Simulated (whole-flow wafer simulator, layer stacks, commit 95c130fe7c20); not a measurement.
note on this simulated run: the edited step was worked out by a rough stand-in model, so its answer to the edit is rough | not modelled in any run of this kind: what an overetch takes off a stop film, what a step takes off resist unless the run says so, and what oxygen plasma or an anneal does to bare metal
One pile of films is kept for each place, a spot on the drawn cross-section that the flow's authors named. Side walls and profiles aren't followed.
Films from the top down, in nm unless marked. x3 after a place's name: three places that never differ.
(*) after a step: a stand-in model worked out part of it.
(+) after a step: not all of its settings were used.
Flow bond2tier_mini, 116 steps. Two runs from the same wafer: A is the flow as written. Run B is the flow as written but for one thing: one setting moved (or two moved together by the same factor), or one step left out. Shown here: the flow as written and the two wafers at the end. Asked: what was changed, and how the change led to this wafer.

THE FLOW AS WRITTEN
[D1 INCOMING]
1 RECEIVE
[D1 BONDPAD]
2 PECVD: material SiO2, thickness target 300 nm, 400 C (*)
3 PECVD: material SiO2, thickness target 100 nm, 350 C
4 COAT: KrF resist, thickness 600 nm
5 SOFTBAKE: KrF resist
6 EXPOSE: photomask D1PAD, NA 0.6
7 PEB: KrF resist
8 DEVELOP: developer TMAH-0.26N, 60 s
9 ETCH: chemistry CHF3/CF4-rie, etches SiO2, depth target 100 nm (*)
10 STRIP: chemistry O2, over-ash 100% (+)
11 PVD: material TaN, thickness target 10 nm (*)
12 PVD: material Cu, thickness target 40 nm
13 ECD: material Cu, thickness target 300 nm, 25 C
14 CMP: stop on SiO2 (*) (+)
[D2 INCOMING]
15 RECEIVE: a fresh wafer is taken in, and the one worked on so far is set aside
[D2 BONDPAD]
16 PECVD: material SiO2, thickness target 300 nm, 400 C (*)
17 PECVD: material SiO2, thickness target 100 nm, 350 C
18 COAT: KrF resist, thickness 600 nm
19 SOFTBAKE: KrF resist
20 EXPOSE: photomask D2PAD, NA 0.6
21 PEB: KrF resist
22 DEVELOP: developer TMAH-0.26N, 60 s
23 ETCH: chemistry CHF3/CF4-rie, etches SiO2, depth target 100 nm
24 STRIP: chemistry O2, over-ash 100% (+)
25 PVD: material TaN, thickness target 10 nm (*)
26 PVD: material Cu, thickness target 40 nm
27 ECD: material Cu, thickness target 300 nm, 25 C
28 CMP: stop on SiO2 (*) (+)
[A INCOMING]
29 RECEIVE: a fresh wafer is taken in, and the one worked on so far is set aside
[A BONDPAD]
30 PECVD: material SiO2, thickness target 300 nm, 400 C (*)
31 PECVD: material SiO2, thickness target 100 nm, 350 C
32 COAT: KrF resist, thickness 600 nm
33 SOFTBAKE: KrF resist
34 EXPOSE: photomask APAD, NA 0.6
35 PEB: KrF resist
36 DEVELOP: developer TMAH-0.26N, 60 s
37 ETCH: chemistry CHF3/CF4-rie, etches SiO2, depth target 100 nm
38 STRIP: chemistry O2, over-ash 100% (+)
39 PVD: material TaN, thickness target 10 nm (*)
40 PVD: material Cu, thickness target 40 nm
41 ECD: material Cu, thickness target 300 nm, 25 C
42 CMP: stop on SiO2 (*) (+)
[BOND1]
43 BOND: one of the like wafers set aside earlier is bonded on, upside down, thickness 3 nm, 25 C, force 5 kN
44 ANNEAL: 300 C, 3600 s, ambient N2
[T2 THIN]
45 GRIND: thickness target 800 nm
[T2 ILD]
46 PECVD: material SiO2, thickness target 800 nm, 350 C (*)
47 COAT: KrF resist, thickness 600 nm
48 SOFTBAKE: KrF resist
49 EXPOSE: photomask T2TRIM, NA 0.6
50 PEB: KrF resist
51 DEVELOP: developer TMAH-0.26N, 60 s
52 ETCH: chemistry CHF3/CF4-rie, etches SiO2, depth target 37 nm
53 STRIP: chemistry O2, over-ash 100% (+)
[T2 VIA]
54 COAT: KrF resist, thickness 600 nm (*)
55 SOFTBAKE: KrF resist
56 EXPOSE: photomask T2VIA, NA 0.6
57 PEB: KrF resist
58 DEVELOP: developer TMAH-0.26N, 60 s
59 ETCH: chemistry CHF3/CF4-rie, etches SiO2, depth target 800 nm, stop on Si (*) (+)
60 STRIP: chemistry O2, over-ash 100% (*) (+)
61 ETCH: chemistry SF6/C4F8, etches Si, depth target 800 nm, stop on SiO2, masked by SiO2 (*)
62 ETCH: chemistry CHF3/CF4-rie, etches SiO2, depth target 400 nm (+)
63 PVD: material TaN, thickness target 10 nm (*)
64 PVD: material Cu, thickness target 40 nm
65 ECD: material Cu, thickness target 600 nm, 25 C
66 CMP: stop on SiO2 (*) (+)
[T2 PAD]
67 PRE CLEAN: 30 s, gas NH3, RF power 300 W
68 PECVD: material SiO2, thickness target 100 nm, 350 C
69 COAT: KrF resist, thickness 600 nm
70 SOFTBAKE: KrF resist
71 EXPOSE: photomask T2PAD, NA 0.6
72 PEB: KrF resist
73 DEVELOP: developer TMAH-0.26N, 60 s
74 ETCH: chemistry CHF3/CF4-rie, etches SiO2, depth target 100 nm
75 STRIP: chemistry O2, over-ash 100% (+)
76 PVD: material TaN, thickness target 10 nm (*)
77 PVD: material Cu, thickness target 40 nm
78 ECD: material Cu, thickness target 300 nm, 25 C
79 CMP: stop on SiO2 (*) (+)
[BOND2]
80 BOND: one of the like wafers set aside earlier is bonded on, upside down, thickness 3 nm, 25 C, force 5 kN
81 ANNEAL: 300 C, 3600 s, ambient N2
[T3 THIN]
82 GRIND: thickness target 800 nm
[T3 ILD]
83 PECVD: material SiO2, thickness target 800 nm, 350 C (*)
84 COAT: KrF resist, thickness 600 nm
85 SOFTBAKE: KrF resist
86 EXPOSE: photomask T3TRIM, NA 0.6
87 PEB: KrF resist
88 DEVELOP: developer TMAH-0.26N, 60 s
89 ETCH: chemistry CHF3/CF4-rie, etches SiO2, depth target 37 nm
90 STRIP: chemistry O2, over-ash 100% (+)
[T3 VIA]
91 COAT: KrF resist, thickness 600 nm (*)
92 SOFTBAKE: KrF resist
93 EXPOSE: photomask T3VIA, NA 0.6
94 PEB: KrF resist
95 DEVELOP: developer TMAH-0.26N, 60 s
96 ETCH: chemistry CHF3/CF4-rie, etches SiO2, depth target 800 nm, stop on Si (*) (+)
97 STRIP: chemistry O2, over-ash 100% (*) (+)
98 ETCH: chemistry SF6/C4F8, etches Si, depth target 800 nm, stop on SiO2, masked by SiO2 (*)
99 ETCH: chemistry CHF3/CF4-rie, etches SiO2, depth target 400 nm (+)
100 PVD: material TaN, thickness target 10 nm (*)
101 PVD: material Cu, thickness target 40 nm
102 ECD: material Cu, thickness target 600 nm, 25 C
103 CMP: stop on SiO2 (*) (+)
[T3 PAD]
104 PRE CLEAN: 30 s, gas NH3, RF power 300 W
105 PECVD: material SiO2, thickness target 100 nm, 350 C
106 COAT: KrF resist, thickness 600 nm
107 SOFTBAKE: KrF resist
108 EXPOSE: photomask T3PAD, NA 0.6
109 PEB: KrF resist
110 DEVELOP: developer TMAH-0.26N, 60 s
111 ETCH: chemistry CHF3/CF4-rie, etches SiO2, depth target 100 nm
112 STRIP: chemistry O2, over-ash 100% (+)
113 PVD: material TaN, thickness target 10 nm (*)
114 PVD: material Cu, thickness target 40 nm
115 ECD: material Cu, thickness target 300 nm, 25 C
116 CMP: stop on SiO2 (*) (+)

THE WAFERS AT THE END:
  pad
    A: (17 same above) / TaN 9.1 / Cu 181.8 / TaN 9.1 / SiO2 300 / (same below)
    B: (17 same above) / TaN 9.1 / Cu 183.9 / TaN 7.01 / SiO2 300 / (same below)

The cause: step 39, PVD: thickness target 7.7 nm was run, where the flow has thickness target 10 nm.

How the change led to this, step by step:
  39 PVD: material TaN, thickness target 10 nm (*)
      field: A TaN +10 (new film) | B TaN +7.7 (new film)
      pad: A TaN +9.1 (new film) | B TaN +7.01 (new film)
      (and at 1 more place)
  42 CMP: stop on SiO2 (*) (+)
      field: A Cu -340 (all of it), TaN -10 (all of it) | B Cu -340 (all of it), TaN -7.7 (all of it)
